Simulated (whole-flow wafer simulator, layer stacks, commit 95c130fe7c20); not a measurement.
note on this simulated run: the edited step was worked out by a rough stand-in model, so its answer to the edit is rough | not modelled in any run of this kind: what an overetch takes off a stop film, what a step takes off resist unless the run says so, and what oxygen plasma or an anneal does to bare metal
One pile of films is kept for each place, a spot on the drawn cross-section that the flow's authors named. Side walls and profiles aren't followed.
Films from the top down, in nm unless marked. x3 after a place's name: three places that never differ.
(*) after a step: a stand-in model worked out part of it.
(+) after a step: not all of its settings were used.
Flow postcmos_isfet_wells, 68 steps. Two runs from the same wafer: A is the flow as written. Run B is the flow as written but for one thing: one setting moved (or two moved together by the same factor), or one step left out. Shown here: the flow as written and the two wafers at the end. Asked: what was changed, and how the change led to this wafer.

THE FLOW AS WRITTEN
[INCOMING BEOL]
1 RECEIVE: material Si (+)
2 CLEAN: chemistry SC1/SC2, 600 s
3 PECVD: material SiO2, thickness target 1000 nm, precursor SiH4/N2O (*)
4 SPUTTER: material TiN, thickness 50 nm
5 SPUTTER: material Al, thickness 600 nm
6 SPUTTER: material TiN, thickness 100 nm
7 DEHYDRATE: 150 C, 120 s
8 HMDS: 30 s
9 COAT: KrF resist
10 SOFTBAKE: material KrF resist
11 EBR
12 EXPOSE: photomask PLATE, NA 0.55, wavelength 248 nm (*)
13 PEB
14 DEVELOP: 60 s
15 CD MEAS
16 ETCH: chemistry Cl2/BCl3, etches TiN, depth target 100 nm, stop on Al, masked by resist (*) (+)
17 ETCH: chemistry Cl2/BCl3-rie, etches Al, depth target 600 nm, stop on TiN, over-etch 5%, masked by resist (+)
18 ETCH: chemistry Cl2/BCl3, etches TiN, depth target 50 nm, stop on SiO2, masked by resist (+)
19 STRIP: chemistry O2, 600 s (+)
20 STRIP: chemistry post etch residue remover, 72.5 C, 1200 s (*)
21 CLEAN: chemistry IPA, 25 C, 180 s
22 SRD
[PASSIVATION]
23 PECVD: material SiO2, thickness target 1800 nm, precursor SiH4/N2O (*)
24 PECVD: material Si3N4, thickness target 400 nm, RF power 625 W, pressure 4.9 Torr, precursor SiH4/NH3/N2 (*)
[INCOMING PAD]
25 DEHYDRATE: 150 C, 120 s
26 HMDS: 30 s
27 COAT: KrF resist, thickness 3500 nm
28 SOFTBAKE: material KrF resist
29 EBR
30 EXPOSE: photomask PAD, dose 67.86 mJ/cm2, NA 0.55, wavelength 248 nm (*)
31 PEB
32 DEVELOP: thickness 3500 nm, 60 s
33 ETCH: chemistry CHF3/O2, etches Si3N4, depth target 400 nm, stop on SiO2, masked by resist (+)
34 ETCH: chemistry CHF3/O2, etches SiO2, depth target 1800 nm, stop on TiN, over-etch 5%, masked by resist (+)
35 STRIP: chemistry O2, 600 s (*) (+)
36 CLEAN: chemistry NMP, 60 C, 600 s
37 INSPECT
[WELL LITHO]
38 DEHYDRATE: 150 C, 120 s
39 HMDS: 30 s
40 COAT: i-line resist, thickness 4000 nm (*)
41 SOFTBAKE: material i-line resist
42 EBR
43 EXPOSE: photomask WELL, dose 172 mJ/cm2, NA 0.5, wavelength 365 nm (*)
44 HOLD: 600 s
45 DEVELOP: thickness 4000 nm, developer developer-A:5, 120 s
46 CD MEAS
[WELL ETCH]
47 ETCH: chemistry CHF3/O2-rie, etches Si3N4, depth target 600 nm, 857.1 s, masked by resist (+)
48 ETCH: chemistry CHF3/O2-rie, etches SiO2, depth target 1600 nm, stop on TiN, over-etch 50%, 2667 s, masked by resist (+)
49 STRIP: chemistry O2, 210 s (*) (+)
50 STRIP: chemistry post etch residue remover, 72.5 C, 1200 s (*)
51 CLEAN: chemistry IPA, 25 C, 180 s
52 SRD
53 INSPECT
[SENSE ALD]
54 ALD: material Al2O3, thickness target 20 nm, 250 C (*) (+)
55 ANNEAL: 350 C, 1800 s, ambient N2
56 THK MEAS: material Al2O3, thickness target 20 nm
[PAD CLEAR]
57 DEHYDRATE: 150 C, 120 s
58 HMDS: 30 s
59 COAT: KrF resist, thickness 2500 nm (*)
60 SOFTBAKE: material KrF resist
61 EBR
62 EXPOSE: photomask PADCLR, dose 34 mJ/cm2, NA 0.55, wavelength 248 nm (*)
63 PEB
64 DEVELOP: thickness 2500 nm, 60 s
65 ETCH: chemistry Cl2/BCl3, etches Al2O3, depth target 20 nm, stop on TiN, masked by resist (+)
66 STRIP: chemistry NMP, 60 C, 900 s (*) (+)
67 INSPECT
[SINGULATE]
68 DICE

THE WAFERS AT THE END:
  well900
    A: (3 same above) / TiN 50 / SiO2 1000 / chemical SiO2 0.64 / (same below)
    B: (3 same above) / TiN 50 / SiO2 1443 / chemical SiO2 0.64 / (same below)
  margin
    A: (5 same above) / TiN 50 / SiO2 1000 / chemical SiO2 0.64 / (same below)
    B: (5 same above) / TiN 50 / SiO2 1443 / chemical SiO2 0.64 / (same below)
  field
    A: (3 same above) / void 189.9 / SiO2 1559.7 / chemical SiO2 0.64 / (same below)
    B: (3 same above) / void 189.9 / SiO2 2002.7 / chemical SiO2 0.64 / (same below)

The cause: step 3, PECVD: thickness target 1443 nm was run, where the flow has thickness target 1000 nm.
It can be read off the wafer: well900 has SiO2 1443, and step 3 as written asks for 1000 nm.

How the change led to this, step by step:
  3 PECVD: material SiO2, thickness target 1000 nm, precursor SiH4/N2O (*)
      field, margin, well900, well1300 x3, pad_rim, pad_clr, pad_open: A SiO2 +1000 (new film) | B SiO2 +1443 (new film)
